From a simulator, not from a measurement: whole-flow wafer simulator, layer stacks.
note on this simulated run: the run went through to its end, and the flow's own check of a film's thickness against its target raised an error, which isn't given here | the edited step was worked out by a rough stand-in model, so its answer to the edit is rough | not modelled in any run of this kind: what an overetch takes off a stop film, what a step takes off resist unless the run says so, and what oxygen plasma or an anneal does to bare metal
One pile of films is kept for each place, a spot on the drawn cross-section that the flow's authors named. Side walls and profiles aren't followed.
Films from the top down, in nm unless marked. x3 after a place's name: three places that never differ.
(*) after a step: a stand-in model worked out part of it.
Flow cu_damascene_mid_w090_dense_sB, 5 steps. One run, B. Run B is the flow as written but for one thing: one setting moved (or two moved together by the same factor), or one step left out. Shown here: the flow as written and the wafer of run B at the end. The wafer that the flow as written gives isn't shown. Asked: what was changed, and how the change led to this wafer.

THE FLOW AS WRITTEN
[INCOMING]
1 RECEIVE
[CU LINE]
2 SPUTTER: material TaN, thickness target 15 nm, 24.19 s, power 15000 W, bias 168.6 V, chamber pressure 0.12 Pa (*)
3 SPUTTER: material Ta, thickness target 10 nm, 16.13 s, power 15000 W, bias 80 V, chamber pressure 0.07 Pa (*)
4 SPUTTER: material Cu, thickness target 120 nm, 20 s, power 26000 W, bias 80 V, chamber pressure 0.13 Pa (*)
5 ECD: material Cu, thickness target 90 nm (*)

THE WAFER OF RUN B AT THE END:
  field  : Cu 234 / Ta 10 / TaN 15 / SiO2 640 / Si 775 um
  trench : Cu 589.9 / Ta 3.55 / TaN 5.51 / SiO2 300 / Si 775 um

The cause: step 4, SPUTTER: thickness target 144 nm was run, where the flow has thickness target 120 nm; step 4, SPUTTER: 24 s was run, where the flow has 20 s.

How the change led to this, step by step:
  4 SPUTTER: material Cu, thickness target 120 nm, 20 s, power 26000 W, bias 80 V, chamber pressure 0.13 Pa (*)
      field: Cu +144 (new film) (as written it would be: Cu +120 (new film))
      trench: Cu +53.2 (new film) (as written it would be: Cu +44.3 (new film))
  5 ECD: material Cu, thickness target 90 nm (*)
      trench: Cu +536.7 (as written it would be: Cu +521.6)
